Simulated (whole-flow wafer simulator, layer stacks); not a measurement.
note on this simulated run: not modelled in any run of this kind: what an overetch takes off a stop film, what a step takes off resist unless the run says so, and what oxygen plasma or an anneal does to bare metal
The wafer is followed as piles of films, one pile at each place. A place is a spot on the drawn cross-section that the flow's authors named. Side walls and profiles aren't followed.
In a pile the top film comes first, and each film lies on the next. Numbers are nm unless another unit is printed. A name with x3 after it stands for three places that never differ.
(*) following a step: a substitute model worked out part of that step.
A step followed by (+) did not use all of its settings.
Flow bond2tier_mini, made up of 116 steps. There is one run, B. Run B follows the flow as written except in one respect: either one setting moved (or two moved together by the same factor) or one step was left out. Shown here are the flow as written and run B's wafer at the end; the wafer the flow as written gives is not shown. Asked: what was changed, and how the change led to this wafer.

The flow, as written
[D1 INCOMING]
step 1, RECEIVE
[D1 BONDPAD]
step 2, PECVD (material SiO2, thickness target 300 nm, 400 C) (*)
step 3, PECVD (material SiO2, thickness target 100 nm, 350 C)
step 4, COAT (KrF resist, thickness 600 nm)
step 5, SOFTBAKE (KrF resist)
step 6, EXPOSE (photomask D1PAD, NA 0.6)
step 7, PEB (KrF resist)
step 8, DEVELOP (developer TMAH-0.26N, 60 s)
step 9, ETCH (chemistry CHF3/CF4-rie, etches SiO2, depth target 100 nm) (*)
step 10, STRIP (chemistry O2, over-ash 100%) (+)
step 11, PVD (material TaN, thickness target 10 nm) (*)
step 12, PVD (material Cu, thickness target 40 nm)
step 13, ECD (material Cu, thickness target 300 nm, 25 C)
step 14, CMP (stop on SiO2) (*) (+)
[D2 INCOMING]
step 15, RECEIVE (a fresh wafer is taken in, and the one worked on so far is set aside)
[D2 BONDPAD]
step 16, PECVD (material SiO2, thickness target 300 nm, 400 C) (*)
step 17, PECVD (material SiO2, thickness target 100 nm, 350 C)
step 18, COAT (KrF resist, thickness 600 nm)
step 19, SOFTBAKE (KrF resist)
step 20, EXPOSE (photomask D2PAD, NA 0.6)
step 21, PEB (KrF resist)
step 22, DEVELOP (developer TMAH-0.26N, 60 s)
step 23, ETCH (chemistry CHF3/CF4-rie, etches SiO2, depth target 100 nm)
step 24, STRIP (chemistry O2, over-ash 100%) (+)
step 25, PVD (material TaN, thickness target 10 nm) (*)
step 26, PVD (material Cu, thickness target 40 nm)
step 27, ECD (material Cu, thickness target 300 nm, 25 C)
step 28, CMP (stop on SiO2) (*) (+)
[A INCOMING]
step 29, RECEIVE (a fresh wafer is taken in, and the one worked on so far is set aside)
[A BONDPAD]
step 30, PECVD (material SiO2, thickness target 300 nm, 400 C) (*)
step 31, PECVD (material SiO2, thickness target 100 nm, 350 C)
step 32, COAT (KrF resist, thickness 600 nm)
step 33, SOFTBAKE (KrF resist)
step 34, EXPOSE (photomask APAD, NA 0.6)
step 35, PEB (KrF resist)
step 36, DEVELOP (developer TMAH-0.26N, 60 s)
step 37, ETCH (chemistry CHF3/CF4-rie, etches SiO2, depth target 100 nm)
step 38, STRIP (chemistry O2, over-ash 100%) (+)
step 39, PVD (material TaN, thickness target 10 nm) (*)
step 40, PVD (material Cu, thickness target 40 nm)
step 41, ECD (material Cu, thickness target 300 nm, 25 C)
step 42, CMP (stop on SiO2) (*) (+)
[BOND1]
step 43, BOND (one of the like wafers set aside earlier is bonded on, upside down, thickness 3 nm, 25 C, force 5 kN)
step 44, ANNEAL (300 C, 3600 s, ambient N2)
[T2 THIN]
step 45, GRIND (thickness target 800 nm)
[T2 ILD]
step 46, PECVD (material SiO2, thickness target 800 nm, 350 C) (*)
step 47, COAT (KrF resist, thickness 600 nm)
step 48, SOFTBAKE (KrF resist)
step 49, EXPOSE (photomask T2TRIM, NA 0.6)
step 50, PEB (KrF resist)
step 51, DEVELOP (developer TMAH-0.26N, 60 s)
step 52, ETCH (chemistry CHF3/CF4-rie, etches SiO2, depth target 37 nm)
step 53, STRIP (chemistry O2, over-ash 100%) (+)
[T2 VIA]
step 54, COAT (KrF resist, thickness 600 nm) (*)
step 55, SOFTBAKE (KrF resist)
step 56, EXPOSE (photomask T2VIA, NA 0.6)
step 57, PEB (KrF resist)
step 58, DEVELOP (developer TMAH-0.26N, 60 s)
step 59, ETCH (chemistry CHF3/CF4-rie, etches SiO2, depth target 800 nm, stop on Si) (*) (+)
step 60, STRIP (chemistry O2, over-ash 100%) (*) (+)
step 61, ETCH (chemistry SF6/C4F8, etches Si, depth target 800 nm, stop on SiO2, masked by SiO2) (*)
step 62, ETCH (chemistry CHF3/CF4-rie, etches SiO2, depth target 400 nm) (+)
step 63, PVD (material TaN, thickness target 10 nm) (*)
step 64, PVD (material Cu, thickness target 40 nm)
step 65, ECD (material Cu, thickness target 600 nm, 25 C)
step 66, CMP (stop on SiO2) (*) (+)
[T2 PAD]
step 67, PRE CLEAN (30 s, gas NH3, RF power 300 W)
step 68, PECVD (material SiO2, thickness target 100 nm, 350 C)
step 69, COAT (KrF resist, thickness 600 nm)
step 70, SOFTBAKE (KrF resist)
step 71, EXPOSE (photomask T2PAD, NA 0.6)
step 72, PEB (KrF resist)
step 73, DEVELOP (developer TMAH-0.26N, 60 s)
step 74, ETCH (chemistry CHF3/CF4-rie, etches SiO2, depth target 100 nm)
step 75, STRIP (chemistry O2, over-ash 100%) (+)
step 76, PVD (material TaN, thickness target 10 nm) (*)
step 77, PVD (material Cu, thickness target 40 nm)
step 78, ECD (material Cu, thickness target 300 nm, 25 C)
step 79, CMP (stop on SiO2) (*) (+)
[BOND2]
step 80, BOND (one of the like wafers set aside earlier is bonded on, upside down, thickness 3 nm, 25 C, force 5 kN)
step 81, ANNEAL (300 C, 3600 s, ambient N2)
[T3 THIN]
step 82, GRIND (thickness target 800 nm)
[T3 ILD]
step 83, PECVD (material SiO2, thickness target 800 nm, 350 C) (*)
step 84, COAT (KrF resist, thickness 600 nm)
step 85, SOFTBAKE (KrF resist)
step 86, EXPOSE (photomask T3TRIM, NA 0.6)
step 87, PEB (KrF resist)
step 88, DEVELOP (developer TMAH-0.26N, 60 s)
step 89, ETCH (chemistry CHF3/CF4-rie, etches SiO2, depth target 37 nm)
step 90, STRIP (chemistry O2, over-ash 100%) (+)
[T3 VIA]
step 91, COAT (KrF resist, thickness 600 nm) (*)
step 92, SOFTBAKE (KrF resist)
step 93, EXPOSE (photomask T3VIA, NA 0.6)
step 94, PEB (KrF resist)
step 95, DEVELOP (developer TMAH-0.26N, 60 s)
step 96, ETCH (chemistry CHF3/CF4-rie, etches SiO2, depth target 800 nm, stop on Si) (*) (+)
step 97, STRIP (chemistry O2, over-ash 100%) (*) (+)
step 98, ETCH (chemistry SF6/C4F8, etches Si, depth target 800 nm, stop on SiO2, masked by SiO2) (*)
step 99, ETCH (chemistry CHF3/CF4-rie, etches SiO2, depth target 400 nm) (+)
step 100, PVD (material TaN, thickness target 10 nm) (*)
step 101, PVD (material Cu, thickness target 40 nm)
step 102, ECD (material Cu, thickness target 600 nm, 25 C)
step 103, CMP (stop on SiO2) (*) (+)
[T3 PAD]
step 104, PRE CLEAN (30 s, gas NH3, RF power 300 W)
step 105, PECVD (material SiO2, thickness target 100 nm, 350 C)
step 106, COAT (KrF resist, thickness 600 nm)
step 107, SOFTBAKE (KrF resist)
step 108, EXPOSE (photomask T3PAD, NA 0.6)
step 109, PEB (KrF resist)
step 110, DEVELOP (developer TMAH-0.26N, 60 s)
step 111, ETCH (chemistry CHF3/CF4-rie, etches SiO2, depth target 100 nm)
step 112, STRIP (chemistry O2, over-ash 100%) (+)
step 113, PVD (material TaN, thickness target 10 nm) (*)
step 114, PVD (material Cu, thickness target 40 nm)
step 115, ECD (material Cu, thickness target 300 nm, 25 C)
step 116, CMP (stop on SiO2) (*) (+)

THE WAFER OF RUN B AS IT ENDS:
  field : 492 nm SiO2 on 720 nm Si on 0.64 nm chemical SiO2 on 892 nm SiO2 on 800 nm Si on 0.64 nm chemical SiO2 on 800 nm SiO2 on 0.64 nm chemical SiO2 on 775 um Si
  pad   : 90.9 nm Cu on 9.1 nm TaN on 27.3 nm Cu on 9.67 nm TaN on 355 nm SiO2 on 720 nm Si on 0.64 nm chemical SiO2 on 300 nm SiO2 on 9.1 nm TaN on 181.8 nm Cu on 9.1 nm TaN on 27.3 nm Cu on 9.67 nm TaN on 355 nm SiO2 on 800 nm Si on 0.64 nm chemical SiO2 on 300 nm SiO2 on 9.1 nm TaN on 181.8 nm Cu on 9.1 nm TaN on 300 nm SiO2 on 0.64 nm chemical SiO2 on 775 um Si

What caused this: step 82, GRIND: thickness target 720 nm was run, while the flow as written has thickness target 800 nm.
The wafer lets one read it off: field has Si 720, and step 82 as written asks for 800 nm.

The path from the change to this, step by step:
  step 82, GRIND (thickness target 800 nm)
      field, pad: Si loses 774.28 um (it would be, as written: Si loses 774.2 um)
